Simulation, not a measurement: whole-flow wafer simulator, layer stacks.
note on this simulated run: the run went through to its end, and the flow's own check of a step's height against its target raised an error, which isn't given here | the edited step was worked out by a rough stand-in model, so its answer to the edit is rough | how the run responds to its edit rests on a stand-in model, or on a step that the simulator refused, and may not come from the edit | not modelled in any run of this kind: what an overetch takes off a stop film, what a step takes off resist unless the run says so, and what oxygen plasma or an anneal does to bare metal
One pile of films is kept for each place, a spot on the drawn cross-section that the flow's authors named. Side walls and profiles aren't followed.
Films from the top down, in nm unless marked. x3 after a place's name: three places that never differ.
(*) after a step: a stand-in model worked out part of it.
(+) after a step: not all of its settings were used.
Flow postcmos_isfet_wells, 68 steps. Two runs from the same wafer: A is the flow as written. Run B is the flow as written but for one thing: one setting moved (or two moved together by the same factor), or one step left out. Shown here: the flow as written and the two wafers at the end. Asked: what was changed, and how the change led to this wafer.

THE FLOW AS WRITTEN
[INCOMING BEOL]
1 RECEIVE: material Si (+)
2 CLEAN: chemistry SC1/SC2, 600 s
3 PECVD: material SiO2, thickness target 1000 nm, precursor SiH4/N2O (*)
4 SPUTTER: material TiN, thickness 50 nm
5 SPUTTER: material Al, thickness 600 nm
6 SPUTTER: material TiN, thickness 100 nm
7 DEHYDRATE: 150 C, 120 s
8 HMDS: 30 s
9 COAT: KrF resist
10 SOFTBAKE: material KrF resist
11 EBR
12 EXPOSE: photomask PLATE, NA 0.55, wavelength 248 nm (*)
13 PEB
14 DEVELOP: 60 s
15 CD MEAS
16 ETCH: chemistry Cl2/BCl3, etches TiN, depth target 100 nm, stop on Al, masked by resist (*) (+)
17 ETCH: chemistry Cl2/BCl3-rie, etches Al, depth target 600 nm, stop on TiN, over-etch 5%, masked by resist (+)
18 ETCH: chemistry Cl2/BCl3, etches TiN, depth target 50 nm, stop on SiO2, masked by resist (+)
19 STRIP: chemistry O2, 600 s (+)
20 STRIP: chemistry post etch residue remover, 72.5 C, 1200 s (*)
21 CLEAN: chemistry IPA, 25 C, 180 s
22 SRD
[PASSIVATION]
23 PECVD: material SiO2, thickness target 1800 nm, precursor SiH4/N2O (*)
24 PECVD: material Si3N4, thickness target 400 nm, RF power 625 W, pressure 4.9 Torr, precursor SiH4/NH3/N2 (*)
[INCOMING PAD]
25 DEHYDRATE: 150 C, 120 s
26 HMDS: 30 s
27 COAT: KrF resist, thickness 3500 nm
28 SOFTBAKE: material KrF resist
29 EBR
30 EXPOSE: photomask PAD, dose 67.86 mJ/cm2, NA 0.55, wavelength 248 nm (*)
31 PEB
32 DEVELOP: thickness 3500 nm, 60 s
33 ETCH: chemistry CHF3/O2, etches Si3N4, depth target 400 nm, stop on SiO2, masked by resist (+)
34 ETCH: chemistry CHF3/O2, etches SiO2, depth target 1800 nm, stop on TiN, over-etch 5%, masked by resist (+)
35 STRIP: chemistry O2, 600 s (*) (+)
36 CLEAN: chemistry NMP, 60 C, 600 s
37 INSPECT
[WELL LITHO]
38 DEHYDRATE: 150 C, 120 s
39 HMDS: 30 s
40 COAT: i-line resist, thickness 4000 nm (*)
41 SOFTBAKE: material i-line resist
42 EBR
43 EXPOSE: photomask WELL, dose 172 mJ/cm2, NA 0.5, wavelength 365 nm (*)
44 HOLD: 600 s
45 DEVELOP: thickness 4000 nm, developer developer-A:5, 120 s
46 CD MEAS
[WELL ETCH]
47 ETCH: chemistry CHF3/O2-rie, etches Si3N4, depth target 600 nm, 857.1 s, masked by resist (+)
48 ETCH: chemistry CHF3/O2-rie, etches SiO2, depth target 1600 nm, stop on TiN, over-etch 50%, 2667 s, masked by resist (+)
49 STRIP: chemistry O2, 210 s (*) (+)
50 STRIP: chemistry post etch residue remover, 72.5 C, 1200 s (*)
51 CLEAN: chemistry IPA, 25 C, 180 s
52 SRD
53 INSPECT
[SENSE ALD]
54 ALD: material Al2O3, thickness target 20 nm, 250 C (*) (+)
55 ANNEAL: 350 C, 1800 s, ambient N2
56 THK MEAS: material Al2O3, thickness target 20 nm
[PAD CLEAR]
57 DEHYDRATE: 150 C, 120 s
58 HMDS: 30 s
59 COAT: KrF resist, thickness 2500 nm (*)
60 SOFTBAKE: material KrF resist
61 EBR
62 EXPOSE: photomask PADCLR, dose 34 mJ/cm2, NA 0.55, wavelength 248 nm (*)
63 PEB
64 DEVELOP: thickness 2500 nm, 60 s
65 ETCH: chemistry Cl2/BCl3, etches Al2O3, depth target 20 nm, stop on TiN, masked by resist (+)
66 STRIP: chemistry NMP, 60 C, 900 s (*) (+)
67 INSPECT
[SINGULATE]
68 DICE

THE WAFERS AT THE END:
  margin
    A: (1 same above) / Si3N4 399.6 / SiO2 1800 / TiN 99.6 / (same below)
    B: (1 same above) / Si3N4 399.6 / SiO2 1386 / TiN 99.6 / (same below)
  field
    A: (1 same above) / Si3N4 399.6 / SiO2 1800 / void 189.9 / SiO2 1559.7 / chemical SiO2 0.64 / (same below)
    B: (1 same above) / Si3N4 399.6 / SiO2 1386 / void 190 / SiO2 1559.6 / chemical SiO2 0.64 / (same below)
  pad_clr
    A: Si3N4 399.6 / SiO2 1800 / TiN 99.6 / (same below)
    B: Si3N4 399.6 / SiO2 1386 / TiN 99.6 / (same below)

The cause: step 23, PECVD: thickness target 1386 nm was run, where the flow has thickness target 1800 nm.
It can be read off the wafer: margin has SiO2 1386, and step 23 as written asks for 1800 nm.

How the change led to this, step by step:
  23 PECVD: material SiO2, thickness target 1800 nm, precursor SiH4/N2O (*)
      margin, well900, well1300 x3, pad_rim, pad_clr, pad_open: A SiO2 +1800 (new film) | B SiO2 +1386 (new film)
      field: A SiO2 +1800 (new film), void +189.9 (new film), SiO2 +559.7 | B SiO2 +1386 (new film), void +190 (new film), SiO2 +559.6
  34 ETCH: chemistry CHF3/O2, etches SiO2, depth target 1800 nm, stop on TiN, over-etch 5%, masked by resist (+)
      field, margin, well900, well1300 x3, pad_rim, pad_clr: A KrF resist -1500 | B KrF resist -1212.8
      pad_open: A SiO2 -1800 (all of it) | B SiO2 -1386 (all of it)
  35 STRIP: chemistry O2, 600 s (*) (+)
      field, margin, well900, well1300 x3, pad_rim, pad_clr: A KrF resist -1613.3 (all of it) | B KrF resist -1900.6 (all of it)
  40 COAT: i-line resist, thickness 4000 nm (*)
      pad_clr: A i-line resist +3256.8 (new film) | B i-line resist +3387.5 (new film)
      pad_open: A i-line resist +4804.7 (new film) | B i-line resist +4655.5 (new film)
  41 SOFTBAKE: material i-line resist
      pad_clr: A i-line resist -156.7 | B i-line resist -116.7
      pad_open: A i-line resist +115.3 | B i-line resist +96.5
  48 ETCH: chemistry CHF3/O2-rie, etches SiO2, depth target 1600 nm, stop on TiN, over-etch 50%, 2667 s, masked by resist (+)
      well900, well1300 x3: A SiO2 -1600 (all of it) | B SiO2 -1186 (all of it)
  49 STRIP: chemistry O2, 210 s (*) (+)
      pad_clr: A i-line resist -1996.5 (all of it) | B i-line resist -2167.1 (all of it)
      pad_open: A i-line resist -3816.3 (all of it) | B i-line resist -3648.3 (all of it)
  59 COAT: KrF resist, thickness 2500 nm (*)
      field: A KrF resist +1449 (new film) | B KrF resist +1646.8 (new film)
      margin: A KrF resist +1448.9 (new film) | B KrF resist +1646.7 (new film)
      (and at 3 more places)
  60 SOFTBAKE: material KrF resist
      pad_clr: A KrF resist -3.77 | B KrF resist -3.16
  63 PEB
      field, margin: A KrF resist -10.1 | B KrF resist -11.5
      pad_rim: A KrF resist -13.9 | B KrF resist -14.6
      (and at 2 more places)
  64 DEVELOP: thickness 2500 nm, 60 s
      pad_clr: A KrF resist -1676 (all of it) | B KrF resist -1815.6 (all of it)
      pad_open: A KrF resist -3045.1 (all of it) | B KrF resist -2941.5 (all of it)
  66 STRIP: chemistry NMP, 60 C, 900 s (*) (+)
      field: A KrF resist -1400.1 (all of it) | B KrF resist -1596.5 (all of it)
      margin: A KrF resist -1400.1 (all of it) | B KrF resist -1596.4 (all of it)
      (and at 1 more place)
